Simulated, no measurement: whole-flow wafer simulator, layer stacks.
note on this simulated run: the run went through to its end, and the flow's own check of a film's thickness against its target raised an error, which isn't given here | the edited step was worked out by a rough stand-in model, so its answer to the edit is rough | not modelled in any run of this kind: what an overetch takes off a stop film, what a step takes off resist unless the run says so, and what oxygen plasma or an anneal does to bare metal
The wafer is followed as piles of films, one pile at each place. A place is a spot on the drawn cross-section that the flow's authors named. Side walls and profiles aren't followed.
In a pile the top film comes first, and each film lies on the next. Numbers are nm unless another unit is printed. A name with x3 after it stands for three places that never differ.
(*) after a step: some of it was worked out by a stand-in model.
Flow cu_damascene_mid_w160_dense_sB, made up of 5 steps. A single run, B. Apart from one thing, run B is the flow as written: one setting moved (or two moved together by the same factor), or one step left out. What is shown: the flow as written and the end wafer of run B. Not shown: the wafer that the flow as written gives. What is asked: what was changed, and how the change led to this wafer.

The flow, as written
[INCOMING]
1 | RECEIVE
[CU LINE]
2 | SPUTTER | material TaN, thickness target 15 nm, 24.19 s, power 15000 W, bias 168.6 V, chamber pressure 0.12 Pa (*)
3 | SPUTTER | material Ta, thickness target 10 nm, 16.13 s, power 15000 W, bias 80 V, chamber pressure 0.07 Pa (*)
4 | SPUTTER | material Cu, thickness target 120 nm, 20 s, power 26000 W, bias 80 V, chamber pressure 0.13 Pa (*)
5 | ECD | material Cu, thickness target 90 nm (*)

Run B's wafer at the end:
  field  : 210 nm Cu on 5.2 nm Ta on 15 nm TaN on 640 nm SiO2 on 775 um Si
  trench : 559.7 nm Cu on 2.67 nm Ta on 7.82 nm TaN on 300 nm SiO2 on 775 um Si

What caused this: step 3, SPUTTER: thickness target 5.2 nm was run, whereas the flow has thickness target 10 nm; step 3, SPUTTER: 8.47 s was run, where the flow has 16.13 s.
The wafer itself shows it: field has Ta 5.2, and step 3 as written asks for 10 nm.

How this came from the change, step by step:
  3 | SPUTTER | material Ta, thickness target 10 nm, 16.13 s, power 15000 W, bias 80 V, chamber pressure 0.07 Pa (*)
      field: +5.2 Ta (new film) (in the flow as written it would be: +10 Ta (new film))
      trench: +2.67 Ta (new film) (in the flow as written it would be: +5.14 Ta (new film))
